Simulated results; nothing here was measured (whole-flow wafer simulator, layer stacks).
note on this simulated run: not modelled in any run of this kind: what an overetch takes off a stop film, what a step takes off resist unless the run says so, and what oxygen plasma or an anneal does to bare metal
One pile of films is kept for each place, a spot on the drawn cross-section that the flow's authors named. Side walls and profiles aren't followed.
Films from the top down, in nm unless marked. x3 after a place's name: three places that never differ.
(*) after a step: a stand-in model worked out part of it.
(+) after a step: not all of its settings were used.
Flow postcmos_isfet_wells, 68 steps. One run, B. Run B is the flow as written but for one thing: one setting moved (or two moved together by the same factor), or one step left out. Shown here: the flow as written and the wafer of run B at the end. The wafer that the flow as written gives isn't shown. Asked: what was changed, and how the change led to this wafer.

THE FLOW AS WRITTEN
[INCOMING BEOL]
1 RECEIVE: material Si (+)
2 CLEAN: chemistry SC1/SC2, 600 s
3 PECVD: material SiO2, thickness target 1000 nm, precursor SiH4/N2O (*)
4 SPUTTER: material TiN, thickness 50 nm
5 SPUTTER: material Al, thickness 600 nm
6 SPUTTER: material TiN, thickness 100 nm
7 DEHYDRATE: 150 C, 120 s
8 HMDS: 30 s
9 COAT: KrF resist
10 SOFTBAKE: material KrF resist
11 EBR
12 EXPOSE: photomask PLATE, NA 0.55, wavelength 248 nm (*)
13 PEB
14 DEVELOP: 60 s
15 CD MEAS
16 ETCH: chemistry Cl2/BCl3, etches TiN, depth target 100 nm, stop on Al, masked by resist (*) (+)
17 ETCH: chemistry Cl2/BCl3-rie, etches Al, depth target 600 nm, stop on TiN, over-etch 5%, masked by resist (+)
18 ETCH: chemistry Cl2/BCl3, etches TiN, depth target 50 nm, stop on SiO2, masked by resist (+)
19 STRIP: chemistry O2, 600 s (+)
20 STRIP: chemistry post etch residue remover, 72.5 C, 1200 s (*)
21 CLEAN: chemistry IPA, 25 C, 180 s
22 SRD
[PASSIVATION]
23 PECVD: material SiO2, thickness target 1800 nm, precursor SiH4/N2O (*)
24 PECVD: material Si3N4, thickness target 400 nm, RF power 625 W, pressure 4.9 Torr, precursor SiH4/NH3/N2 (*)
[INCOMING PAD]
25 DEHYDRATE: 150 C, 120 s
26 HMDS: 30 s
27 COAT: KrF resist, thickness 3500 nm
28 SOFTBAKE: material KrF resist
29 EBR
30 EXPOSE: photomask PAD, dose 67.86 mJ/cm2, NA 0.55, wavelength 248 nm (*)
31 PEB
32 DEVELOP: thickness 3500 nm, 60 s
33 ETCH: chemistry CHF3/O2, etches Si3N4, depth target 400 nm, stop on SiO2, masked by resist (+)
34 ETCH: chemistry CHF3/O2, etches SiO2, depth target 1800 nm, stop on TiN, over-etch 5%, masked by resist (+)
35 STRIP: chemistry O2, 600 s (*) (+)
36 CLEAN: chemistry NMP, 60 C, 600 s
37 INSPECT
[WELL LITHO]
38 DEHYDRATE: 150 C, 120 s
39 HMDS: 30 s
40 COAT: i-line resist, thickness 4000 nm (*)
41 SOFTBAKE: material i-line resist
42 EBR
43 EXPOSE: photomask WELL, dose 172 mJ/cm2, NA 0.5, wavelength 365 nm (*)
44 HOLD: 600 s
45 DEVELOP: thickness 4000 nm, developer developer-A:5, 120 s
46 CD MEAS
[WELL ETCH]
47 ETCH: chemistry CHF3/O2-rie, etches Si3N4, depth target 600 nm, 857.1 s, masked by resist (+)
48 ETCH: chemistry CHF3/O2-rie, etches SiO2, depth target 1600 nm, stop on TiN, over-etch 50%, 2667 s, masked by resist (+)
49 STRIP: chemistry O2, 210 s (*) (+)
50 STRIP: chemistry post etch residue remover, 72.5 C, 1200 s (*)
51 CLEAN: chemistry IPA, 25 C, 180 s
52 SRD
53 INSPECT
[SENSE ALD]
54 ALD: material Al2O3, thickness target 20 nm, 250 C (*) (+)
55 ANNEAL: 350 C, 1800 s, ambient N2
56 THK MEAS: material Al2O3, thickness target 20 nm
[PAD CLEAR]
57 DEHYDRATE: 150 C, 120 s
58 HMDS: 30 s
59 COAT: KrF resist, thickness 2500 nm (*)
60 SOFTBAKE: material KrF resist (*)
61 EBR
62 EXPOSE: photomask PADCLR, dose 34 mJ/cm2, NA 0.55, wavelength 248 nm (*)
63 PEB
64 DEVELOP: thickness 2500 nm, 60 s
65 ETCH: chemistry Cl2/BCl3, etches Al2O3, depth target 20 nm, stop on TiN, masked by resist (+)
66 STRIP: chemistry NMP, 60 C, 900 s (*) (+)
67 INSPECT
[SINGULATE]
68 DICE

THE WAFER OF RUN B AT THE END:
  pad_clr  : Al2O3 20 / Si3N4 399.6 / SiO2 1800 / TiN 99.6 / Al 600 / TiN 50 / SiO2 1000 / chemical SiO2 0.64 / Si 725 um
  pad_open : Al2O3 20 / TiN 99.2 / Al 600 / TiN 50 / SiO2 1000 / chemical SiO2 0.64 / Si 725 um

The cause: step 65, ETCH: chemistry Cl2/BCl3, etches Al2O3, depth target 20 nm, stop on TiN, masked by resist (+), was left out.

How the change led to this, step by step:
  (no step that both runs have acts differently by more than 2% or 0.5 nm, whichever is larger)
